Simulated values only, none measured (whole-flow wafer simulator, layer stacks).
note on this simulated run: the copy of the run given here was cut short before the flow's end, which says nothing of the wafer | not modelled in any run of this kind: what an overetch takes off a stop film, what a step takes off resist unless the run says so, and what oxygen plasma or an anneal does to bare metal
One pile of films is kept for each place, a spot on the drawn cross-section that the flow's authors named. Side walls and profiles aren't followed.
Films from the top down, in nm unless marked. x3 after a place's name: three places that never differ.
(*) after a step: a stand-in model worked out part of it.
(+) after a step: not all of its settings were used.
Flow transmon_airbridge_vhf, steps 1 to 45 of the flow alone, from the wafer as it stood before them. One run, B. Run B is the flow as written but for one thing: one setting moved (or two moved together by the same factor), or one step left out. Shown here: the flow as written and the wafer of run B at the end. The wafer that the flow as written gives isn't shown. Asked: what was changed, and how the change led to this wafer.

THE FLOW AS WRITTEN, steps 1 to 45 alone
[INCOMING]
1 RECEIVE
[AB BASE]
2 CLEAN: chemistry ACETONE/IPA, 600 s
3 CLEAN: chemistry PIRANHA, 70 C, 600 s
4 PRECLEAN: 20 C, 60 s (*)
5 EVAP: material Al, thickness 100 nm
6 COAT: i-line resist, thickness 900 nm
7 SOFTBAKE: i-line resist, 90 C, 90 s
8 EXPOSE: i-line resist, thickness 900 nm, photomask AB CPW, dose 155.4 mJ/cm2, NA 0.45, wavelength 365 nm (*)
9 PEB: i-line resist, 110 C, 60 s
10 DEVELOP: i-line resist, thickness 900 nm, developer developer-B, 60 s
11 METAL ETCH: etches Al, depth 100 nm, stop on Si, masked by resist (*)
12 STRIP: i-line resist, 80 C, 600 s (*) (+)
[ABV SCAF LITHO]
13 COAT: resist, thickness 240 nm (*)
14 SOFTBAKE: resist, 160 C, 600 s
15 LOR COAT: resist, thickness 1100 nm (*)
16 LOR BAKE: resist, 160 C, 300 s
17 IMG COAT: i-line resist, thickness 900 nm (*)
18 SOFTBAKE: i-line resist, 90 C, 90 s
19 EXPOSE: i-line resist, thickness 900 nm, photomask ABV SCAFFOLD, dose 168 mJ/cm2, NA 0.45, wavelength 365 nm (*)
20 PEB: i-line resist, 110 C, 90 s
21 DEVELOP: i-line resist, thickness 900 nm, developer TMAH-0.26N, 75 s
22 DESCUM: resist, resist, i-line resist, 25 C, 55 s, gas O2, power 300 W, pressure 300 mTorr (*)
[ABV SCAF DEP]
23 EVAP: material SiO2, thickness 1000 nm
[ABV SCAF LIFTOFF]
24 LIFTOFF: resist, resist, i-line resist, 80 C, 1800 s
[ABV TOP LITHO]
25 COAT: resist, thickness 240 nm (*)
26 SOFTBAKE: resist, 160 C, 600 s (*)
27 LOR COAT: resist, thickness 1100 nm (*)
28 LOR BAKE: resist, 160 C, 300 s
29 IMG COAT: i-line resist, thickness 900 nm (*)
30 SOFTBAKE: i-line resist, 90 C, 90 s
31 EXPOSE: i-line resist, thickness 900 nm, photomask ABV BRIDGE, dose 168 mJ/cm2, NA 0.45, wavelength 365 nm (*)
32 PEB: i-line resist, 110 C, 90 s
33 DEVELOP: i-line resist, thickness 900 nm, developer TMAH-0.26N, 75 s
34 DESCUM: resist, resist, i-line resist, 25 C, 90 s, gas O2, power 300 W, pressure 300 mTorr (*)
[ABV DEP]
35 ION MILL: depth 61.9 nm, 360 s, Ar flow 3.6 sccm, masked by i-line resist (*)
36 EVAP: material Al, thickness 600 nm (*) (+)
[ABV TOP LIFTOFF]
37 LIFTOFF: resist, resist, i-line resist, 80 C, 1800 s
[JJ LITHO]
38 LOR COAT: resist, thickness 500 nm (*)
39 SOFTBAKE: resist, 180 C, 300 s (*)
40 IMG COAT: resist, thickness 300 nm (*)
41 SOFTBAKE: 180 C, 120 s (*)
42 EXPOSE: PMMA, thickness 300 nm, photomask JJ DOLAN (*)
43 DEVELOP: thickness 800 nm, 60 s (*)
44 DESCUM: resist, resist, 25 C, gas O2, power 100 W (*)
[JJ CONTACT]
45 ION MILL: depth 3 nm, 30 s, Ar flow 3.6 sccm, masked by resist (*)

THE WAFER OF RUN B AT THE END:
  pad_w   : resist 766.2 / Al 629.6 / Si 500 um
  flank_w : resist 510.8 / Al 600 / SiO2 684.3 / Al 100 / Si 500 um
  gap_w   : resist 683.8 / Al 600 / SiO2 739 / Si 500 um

The cause: step 23, EVAP: thickness 775 nm was run, where the flow has thickness 1000 nm.

How the change led to this, step by step:
  23 EVAP: material SiO2, thickness 1000 nm
      field x3, jj_line, ground_far and 10 more: SiO2 +775 (new film) (as written it would be: SiO2 +1000 (new film))
      flank_w, flank_e: SiO2 +720.2 (new film) (as written it would be: SiO2 +929.3 (new film))
  24 LIFTOFF: resist, resist, i-line resist, 80 C, 1800 s
      field x3, jj_line, trace_open_s x2: SiO2 -775 (all of it), i-line resist -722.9 (all of it), resist -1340 (all of it) (as written it would be: SiO2 -1000 (all of it), i-line resist -722.9 (all of it), resist -1340 (all of it))
      pad_w, pad_e: SiO2 -775 (all of it), i-line resist -718 (all of it), resist -1330.2 (all of it) (as written it would be: SiO2 -1000 (all of it), i-line resist -718 (all of it), resist -1330.2 (all of it))
      (and at 1 more place)
  25 COAT: resist, thickness 240 nm (*)
      flank_w, flank_e: resist +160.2 (new film) (as written it would be: resist +152.6 (new film))
      gap_w, gap_e: resist +220.4 (new film) (as written it would be: resist +210.7 (new film))
      (and at 6 more places)
  27 LOR COAT: resist, thickness 1100 nm (*)
      gap_w, gap_e: resist +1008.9 (as written it would be: resist +977.8)
      margin_s, margin_n: resist +877.9 (as written it would be: resist +823.4)
      (and at 6 more places)
  29 IMG COAT: i-line resist, thickness 900 nm (*)
      gap_w, gap_e: i-line resist +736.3 (new film) (as written it would be: i-line resist +681.7 (new film))
      margin_s, margin_n: i-line resist +674.4 (new film) (as written it would be: i-line resist +603.2 (new film))
      (and at 7 more places)
  32 PEB: i-line resist, 110 C, 90 s
      pad_w, pad_e: i-line resist -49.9 (as written it would be: i-line resist -51)
      flank_w, flank_e: i-line resist -40.6 (as written it would be: i-line resist -38.3)
      (and at 7 more places)
  33 DEVELOP: i-line resist, thickness 900 nm, developer TMAH-0.26N, 75 s
      gap_w, gap_e: i-line resist -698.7 (all of it), resist -1008.9 (as written it would be: i-line resist -646.9 (all of it), resist -977.8)
      pad_w: i-line resist -918.2 (all of it), resist -1212.7 (as written it would be: i-line resist -937.2 (all of it), resist -1247.8)
      (and at 5 more places)
  34 DESCUM: resist, resist, i-line resist, 25 C, 90 s, gas O2, power 300 W, pressure 300 mTorr (*)
      flank_w, flank_e: resist -160.2 (all of it) (as written it would be: resist -152.6 (all of it))
      gap_w, gap_e: resist -220.4 (all of it) (as written it would be: resist -210.7 (all of it))
      (and at 4 more places)
  37 LIFTOFF: resist, resist, i-line resist, 80 C, 1800 s
      margin_s, margin_n: Al -600 (all of it), i-line resist -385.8 (all of it), resist -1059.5 (all of it) (as written it would be: Al -600 (all of it), i-line resist -318.3 (all of it), resist -992 (all of it))
      ground_far: Al -600 (all of it), i-line resist -689.9 (all of it), resist -1377.3 (all of it) (as written it would be: Al -600 (all of it), i-line resist -717.9 (all of it), resist -1384.9 (all of it))
  38 LOR COAT: resist, thickness 500 nm (*)
      pad_w, pad_e: resist +504.1 (new film) (as written it would be: resist +517 (new film))
      flank_w, flank_e: resist +323.3 (new film) (as written it would be: resist +306.5 (new film))
      (and at 6 more places)
  40 IMG COAT: resist, thickness 300 nm (*)
      pad_w, pad_e: resist +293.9 (as written it would be: resist +300.1)
      flank_w, flank_e: resist +219.3 (as written it would be: resist +212.1)
      (and at 6 more places)
